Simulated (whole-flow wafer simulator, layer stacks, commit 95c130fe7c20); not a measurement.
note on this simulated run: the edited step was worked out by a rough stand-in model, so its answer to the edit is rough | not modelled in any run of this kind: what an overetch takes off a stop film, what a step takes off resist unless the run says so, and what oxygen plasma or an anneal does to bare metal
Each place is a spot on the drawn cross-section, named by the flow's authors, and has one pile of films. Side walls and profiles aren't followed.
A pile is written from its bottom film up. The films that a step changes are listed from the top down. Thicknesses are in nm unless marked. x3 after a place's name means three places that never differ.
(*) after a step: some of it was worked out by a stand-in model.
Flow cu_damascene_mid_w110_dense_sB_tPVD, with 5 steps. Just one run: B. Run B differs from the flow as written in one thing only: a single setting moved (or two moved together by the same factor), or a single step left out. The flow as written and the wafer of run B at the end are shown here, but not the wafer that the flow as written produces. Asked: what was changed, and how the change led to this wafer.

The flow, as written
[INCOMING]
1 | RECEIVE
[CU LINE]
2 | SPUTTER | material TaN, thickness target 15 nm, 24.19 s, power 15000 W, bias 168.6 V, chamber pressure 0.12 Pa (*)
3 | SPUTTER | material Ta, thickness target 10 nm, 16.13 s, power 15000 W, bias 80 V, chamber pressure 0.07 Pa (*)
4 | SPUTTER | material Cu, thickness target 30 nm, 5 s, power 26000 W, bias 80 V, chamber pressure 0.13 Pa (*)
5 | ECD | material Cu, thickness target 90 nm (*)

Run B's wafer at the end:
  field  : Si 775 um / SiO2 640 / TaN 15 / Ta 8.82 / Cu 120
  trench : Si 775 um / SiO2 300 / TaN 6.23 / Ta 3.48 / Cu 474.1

Cause: step 3, SPUTTER: power 13230 W was run, though the flow has power 15000 W.

How this came from the change, step by step:
  3 | SPUTTER | material Ta, thickness target 10 nm, 16.13 s, power 15000 W, bias 80 V, chamber pressure 0.07 Pa (*)
      field: +8.82 Ta (new film) (it would be, as written: +10 Ta (new film))
      trench: +3.48 Ta (new film) (it would be, as written: +4.05 Ta (new film))
